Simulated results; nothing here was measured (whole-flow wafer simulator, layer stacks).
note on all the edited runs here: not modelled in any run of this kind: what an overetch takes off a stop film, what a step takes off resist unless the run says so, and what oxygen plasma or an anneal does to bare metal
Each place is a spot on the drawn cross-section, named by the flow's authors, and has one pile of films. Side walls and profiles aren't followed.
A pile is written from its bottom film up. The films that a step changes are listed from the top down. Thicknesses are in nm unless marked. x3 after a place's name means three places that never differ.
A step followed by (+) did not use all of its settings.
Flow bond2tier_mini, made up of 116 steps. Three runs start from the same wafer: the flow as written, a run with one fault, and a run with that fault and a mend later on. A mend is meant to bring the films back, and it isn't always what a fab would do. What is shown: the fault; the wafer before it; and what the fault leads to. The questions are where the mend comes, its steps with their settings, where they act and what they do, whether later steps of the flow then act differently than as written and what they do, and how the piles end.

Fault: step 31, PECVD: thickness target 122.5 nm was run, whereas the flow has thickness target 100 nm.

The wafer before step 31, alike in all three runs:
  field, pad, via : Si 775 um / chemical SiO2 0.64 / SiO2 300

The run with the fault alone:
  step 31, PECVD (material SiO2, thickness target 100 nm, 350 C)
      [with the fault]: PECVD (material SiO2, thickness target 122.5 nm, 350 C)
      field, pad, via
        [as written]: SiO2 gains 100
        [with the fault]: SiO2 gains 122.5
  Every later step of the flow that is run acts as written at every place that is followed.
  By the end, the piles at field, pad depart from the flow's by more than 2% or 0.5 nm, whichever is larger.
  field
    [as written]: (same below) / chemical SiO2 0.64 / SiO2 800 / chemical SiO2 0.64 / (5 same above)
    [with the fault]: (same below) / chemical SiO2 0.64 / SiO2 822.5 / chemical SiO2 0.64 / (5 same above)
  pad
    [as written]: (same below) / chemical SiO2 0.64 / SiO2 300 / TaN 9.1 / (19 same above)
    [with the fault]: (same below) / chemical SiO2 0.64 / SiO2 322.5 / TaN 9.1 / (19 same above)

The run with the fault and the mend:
  After step 36 comes the mend.
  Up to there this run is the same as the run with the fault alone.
  step 36a, STRIP (chemistry O2, over-ash 100%) (+)
      field
        KrF resist loses 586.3 (all of it)
  step 36b, ETCH (chemistry CHF3/CF4-rie, etches SiO2, depth target 22.5 nm)
      field, pad, via
        SiO2 loses 22.5
  step 36c, COAT (KrF resist, thickness 600 nm) (a further turn of the flow's step 32)
      field, pad, via
        KrF resist gains 600 (new film)
  step 36d, SOFTBAKE (KrF resist) (a further turn of the flow's step 33)
      leaves every film unchanged at each place that is followed
  step 36e, EXPOSE (photomask APAD, NA 0.6) (a further turn of the flow's step 34)
      leaves every film unchanged at each place that is followed
  step 36f, PEB (KrF resist) (a further turn of the flow's step 35)
      leaves every film unchanged at each place that is followed
  step 36g, DEVELOP (developer TMAH-0.26N, 60 s) (a further turn of the flow's step 36)
      pad, via
        KrF resist loses 600 (all of it)
      field
        KrF resist loses 13.7
  Every later step of the flow that is run acts as written at every place that is followed.
  At every place that both follow, the piles at the end match the flow's.
